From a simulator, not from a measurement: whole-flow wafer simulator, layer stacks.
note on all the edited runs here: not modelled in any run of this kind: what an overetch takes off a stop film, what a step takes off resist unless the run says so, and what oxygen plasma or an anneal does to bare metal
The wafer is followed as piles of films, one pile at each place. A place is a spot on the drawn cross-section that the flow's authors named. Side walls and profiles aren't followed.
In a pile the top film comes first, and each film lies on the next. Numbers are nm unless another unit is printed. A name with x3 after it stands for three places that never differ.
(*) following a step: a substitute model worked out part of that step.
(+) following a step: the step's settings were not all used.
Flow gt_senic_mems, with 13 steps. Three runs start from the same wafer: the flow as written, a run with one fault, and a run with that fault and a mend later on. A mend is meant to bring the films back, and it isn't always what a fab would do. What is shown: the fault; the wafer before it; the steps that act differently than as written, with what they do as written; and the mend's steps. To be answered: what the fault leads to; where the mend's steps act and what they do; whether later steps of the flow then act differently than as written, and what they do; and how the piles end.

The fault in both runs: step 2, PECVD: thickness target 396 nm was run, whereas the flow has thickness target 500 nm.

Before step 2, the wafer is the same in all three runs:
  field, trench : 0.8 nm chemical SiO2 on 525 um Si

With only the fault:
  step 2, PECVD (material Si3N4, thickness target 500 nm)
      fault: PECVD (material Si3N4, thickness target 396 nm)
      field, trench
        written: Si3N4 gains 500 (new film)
        fault: Si3N4 gains 396 (new film)
  Steps later in the flow that act otherwise than as written (1 other step is not shown; it differs only slightly, by no more than 2% or 0.5 nm, whichever is larger):
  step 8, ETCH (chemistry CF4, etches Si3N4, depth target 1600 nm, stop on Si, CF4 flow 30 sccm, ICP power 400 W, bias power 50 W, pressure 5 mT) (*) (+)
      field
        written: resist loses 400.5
        fault: resist loses 331.2
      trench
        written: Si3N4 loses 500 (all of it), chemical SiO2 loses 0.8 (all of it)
        fault: Si3N4 loses 396 (all of it), chemical SiO2 loses 0.8 (all of it)
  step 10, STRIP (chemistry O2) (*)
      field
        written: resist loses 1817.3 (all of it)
        fault: resist loses 1886.6 (all of it)
  At field, the piles at the end differ from the flow's by more than 2% or 0.5 nm, whichever is larger.
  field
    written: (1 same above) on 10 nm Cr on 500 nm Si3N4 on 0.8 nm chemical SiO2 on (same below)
    fault: (1 same above) on 10 nm Cr on 396 nm Si3N4 on 0.8 nm chemical SiO2 on (same below)

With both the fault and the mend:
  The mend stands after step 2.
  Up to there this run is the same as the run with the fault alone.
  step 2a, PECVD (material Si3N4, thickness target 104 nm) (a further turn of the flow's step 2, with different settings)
      field, trench
        Si3N4 gains 104
  Every later step of the flow that is run acts as written at every place that is followed.
  By the end, the piles equal the flow's at every place that both follow.
